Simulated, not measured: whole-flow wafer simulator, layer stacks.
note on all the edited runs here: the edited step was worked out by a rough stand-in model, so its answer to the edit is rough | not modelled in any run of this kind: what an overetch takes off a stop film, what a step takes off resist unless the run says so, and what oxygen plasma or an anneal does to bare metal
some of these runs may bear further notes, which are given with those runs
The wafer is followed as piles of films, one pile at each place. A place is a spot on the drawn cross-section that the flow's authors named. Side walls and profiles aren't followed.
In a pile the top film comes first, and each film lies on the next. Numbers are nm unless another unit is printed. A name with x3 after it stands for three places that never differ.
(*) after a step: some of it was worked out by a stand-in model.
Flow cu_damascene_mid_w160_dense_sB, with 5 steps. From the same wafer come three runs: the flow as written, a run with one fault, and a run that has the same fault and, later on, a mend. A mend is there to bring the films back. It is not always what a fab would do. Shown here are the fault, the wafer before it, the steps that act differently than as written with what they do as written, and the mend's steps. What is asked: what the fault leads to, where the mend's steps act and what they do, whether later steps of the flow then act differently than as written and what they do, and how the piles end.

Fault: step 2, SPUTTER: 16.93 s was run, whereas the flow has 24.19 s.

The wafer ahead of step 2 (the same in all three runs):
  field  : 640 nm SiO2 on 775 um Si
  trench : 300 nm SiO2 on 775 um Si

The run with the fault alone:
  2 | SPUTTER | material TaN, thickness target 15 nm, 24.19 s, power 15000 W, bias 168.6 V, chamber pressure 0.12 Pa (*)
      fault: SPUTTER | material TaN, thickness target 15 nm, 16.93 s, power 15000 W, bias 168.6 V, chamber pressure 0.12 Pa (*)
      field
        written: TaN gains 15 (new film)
        fault: TaN gains 10.5 (new film)
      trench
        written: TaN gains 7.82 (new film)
        fault: TaN gains 5.47 (new film)
  Every later step of the flow that is run acts as written, at every place that is followed, to within 2% or 0.5 nm, whichever is larger.
  The piles end different from the flow's at field, trench by more than 2% or 0.5 nm, whichever is larger.
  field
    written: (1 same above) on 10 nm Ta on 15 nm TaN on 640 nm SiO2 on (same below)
    fault: (1 same above) on 10 nm Ta on 10.5 nm TaN on 640 nm SiO2 on (same below)
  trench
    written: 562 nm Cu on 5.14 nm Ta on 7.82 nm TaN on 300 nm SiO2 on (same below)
    fault: 559.8 nm Cu on 5.2 nm Ta on 5.47 nm TaN on 300 nm SiO2 on (same below)

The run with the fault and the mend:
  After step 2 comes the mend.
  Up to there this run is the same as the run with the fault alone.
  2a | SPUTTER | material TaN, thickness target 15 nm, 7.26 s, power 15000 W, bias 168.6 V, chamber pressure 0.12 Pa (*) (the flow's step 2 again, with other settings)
      field
        TaN gains 4.5
      trench
        TaN gains 2.29
  Every later step of the flow that is run acts as written, at every place that is followed, to within 2% or 0.5 nm, whichever is larger.
  When the end is reached, the piles differ only a little from the flow's at the places that both follow, at most by 2% or 0.5 nm, whichever is larger.
